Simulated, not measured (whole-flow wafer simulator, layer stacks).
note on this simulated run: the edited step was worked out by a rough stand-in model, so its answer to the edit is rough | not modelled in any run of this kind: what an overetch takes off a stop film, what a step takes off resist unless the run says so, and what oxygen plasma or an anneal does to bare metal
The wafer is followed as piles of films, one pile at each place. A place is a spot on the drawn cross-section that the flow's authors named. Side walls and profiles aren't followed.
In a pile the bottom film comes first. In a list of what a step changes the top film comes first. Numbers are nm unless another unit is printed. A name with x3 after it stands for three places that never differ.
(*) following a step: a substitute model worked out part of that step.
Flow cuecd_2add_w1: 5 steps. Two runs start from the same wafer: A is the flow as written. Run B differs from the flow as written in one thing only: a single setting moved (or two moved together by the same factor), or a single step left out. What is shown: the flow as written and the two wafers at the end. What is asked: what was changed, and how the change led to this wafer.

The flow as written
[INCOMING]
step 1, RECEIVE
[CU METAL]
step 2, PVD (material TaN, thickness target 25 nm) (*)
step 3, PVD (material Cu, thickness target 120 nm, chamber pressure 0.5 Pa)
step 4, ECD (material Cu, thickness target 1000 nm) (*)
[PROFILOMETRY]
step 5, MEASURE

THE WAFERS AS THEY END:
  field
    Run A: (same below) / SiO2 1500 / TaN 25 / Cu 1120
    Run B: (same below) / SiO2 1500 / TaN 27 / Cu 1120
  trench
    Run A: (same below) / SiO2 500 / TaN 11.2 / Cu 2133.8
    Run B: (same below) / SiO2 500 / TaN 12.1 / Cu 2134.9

The reason: step 2, PVD: thickness target 27 nm was run, whereas the flow has thickness target 25 nm.
The wafer lets one read it off: field has TaN 27, and step 2 as written asks for 25 nm.

The path from the change to this, step by step:
  step 2, PVD (material TaN, thickness target 25 nm) (*)
      field: A TaN gains 25 (new film) | B TaN gains 27 (new film)
      trench: A TaN gains 11.2 (new film) | B TaN gains 12.1 (new film)
